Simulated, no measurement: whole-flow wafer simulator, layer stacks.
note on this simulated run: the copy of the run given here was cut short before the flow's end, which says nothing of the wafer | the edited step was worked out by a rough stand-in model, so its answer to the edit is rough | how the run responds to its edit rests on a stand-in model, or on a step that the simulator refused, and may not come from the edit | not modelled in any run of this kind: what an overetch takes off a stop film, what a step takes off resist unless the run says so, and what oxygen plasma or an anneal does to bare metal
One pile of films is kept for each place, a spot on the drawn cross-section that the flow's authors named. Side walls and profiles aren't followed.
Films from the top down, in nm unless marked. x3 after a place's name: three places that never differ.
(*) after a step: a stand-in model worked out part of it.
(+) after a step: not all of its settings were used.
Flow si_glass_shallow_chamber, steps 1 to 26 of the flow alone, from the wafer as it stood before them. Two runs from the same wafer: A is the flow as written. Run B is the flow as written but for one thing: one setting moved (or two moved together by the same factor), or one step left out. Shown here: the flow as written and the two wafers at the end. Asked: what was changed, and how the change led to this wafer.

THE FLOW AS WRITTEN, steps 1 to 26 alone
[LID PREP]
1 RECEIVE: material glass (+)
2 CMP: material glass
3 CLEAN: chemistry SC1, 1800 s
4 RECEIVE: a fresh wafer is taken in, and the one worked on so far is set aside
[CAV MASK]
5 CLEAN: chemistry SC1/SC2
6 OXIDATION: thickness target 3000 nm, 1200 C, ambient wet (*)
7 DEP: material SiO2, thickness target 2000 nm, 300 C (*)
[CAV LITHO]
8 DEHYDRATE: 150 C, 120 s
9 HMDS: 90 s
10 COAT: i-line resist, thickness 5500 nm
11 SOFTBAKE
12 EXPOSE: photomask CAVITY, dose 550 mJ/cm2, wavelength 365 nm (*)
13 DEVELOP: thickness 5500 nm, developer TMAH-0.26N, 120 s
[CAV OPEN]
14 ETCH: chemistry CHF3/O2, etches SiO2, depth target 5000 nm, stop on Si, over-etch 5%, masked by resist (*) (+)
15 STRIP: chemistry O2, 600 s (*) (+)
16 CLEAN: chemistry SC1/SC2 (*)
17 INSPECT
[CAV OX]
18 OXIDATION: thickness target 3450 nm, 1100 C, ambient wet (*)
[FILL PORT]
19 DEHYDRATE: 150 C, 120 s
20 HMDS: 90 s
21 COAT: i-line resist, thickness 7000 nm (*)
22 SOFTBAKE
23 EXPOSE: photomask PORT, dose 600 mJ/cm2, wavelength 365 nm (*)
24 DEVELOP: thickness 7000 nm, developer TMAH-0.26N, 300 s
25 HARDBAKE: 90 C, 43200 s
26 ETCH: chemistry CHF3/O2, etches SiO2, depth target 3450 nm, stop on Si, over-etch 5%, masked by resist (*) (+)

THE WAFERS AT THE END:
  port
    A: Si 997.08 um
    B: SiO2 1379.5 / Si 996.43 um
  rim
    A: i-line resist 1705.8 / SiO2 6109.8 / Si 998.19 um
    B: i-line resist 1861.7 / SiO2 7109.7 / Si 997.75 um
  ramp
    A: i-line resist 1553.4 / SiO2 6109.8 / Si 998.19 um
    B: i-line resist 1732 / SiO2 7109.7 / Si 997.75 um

The cause: step 18, OXIDATION: thickness target 5002 nm was run, where the flow has thickness target 3450 nm.

How the change led to this, step by step:
  18 OXIDATION: thickness target 3450 nm, 1100 C, ambient wet (*)
      rim, ramp, septum, ring: A SiO2 +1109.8, Si -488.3 | B SiO2 +2109.7, Si -928.3
      cav, port: A SiO2 +3450 (new film), chemical SiO2 -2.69 (all of it), Si -1516.8 | B SiO2 +5002 (new film), chemical SiO2 -2.69 (all of it), Si -2199.7
  21 COAT: i-line resist, thickness 7000 nm (*)
      ramp: A i-line resist +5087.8 (new film) | B i-line resist +5235.4 (new film)
  22 SOFTBAKE
      rim: A i-line resist -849 | B i-line resist -793.9
      ramp: A i-line resist -434.5 | B i-line resist -397.2
      (and at 4 more places)
  25 HARDBAKE: 90 C, 43200 s
      rim: A i-line resist -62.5 | B i-line resist -68.2
      ramp: A i-line resist -57.1 | B i-line resist -63.4
      (and at 1 more place)
  26 ETCH: chemistry CHF3/O2, etches SiO2, depth target 3450 nm, stop on Si, over-etch 5%, masked by resist (*) (+)
      port: A SiO2 -3450 (all of it), Si -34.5 | B SiO2 -3622.5
